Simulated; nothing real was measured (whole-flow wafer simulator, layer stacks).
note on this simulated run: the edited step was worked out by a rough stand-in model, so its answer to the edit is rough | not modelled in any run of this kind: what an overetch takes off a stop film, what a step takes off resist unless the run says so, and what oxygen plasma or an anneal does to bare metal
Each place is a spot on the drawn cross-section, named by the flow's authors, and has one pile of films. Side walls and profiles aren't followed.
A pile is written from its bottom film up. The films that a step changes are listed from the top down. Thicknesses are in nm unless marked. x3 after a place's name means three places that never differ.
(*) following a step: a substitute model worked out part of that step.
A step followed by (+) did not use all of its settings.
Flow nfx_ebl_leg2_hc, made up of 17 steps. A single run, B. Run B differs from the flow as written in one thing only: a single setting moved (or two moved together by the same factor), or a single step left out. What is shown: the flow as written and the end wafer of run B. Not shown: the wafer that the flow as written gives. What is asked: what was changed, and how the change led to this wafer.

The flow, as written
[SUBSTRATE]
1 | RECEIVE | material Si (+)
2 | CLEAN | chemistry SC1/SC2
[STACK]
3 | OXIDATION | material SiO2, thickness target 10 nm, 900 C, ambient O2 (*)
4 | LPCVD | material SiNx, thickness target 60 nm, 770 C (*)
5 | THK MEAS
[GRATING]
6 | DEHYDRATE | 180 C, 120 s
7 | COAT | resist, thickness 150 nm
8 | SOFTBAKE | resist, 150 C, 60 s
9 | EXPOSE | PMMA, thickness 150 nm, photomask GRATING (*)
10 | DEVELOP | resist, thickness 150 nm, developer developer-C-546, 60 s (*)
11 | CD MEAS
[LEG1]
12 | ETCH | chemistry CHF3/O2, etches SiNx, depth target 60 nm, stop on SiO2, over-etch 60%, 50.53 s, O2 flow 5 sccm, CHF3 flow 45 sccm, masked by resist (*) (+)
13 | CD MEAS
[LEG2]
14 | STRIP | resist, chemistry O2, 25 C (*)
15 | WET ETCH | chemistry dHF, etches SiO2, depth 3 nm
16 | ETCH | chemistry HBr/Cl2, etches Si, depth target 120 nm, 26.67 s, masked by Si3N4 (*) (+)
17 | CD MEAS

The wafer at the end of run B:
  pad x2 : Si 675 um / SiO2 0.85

Cause: step 12, ETCH: depth target 37.5 nm was run, while the flow as written has depth target 60 nm; step 12, ETCH: 31.58 s was run, where the flow has 50.53 s.

The path from the change to this, step by step:
  12 | ETCH | chemistry CHF3/O2, etches SiNx, depth target 60 nm, stop on SiO2, over-etch 60%, 50.53 s, O2 flow 5 sccm, CHF3 flow 45 sccm, masked by resist (*) (+)
      pad x2: SiNx loses 60 (all of it) (in the flow as written it would be: SiNx loses 60 (all of it), SiO2 loses 10 (all of it))
      field x2: resist loses 60 (in the flow as written it would be: resist loses 96)
  14 | STRIP | resist, chemistry O2, 25 C (*)
      pad x2: nothing (in the flow as written it would be: chemical SiO2 gains 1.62 (new film), Si loses 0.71)
      field x2: resist loses 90 (all of it) (in the flow as written it would be: resist loses 54 (all of it))
  15 | WET ETCH | chemistry dHF, etches SiO2, depth 3 nm
      pad x2: SiO2 loses 3 (in the flow as written it would be: chemical SiO2 loses 1.62 (all of it))
  16 | ETCH | chemistry HBr/Cl2, etches Si, depth target 120 nm, 26.67 s, masked by Si3N4 (*) (+)
      pad x2: SiO2 loses 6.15 (in the flow as written it would be: Si loses 120)
